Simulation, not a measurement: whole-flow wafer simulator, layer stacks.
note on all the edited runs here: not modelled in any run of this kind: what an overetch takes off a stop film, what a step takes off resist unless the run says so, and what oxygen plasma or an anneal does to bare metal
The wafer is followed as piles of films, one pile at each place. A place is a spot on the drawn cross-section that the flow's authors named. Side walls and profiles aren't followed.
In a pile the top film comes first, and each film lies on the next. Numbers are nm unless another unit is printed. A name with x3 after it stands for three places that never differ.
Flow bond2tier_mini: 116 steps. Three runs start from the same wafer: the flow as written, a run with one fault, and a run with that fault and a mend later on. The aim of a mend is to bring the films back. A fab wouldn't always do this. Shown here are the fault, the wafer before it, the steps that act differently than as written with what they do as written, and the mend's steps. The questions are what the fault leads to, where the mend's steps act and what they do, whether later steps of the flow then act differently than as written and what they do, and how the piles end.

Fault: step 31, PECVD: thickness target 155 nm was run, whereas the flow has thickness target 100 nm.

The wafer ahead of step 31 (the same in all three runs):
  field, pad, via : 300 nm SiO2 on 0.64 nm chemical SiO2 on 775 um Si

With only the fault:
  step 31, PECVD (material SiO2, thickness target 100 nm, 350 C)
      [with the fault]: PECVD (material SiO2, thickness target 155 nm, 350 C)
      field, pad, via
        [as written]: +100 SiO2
        [with the fault]: +155 SiO2
  Later steps of the flow that are run all act as written at every place that is followed.
  The piles end different from the flow's at field, pad by more than 2% or 0.5 nm, whichever is larger.
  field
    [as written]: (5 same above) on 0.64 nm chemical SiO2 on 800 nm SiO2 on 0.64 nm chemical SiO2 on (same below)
    [with the fault]: (5 same above) on 0.64 nm chemical SiO2 on 855 nm SiO2 on 0.64 nm chemical SiO2 on (same below)
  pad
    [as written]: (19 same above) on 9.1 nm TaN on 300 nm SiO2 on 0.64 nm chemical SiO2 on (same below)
    [with the fault]: (19 same above) on 9.1 nm TaN on 355 nm SiO2 on 0.64 nm chemical SiO2 on (same below)

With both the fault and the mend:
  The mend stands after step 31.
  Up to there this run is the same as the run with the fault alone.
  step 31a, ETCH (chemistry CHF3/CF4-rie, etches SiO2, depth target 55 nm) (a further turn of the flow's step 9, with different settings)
      field, pad, via
        -55 SiO2
  Later steps of the flow that are run all act as written at every place that is followed.
  By the end, the piles equal the flow's at every place that both follow.
